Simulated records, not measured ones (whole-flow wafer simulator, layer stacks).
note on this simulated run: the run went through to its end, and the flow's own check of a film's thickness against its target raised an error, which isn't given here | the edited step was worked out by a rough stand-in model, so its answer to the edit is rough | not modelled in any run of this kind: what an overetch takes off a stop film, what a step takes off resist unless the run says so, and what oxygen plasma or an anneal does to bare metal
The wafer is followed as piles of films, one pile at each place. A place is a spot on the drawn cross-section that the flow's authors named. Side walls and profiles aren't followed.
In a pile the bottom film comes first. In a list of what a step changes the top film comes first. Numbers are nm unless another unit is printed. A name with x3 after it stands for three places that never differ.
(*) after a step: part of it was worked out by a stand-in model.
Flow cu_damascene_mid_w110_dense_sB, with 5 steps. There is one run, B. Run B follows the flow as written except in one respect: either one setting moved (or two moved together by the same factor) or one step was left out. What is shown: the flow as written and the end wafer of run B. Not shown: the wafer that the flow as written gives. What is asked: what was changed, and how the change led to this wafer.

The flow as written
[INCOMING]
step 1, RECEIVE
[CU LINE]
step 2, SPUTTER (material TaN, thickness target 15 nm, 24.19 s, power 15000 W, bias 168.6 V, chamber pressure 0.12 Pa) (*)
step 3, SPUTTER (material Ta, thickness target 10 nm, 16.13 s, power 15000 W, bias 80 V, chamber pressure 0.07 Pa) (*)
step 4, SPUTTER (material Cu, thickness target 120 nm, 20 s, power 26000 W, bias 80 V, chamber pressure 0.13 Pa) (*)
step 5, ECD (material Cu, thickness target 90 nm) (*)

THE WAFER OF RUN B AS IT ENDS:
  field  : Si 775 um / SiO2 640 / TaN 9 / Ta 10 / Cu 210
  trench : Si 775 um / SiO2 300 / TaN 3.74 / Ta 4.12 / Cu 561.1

The reason: step 2, SPUTTER: thickness target 9 nm was run, while the flow as written has thickness target 15 nm; step 2, SPUTTER: 14.51 s was run, where the flow has 24.19 s.
The wafer lets one read it off: field has TaN 9, and step 2 as written asks for 15 nm.

The path from the change to this, step by step:
  step 2, SPUTTER (material TaN, thickness target 15 nm, 24.19 s, power 15000 W, bias 168.6 V, chamber pressure 0.12 Pa) (*)
      field: +9 TaN (new film) (as written it would have been: +15 TaN (new film))
      trench: +3.74 TaN (new film) (as written it would have been: +6.23 TaN (new film))
